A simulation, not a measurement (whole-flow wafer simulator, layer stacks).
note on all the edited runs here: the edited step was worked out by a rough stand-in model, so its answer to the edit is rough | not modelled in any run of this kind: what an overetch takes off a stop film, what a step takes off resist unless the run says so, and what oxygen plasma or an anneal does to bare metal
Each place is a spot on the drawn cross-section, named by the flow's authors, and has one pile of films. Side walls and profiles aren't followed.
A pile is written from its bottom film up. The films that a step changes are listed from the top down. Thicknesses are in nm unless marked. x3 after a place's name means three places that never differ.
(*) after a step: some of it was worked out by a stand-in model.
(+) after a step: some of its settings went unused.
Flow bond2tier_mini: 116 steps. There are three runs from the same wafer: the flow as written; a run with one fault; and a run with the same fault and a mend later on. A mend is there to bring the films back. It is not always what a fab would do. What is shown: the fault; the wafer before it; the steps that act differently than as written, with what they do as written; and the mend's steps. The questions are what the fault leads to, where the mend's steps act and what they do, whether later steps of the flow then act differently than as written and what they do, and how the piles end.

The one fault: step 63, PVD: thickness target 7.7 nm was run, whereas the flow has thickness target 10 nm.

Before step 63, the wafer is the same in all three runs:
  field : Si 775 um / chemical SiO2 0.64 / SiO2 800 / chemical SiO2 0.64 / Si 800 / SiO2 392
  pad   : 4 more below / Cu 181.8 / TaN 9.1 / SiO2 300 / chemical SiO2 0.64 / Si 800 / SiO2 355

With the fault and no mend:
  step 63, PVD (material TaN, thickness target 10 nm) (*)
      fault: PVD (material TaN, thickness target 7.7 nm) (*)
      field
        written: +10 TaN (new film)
        fault: +7.7 TaN (new film)
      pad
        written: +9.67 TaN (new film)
        fault: +7.44 TaN (new film)
  Steps further on in the flow that do not act as written (1 more step, not shown, differs only slightly: by at most 2% or 0.5 nm, whichever is larger):
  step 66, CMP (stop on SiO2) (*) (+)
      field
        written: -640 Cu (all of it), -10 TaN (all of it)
        fault: -640 Cu (all of it), -7.7 TaN (all of it)
  At pad, the piles at the end differ from the flow's by more than 2% or 0.5 nm, whichever is larger.
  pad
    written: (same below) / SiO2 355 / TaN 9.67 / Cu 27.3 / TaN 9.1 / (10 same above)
    fault: (same below) / SiO2 355 / TaN 7.44 / Cu 29.6 / TaN 9.1 / (10 same above)

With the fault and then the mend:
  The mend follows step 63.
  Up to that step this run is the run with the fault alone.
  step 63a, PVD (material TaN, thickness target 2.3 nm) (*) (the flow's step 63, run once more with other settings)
      field
        +2.3 TaN
      pad
        +2.22 TaN
  Later steps of the flow that are run all act as written at every place that is followed.
  At every place that both follow, the piles at the end match the flow's.
